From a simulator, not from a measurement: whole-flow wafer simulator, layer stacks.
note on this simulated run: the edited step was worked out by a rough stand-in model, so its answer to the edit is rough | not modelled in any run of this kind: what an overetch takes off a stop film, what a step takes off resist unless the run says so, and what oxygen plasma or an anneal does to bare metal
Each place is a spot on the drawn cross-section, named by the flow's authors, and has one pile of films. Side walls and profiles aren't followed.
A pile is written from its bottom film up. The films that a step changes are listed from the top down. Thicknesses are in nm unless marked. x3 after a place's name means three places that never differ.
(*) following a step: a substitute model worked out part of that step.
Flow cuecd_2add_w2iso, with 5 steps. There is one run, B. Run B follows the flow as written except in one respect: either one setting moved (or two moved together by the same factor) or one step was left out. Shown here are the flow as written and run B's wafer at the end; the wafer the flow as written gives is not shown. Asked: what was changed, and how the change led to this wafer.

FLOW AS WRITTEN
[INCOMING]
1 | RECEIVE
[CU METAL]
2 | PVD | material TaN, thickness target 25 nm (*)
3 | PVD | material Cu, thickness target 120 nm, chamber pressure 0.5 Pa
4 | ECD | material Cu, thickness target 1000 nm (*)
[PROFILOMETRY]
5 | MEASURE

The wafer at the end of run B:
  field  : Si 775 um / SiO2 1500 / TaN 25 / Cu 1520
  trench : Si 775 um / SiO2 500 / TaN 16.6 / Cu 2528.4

The reason: step 4, ECD: thickness target 1400 nm was run, whereas the flow has thickness target 1000 nm.

How this came from the change, step by step:
  4 | ECD | material Cu, thickness target 1000 nm (*)
      field: Cu gains 1400 (as written it would have been: Cu gains 1000)
      trench: Cu gains 2447.6 (as written it would have been: Cu gains 2047.6)
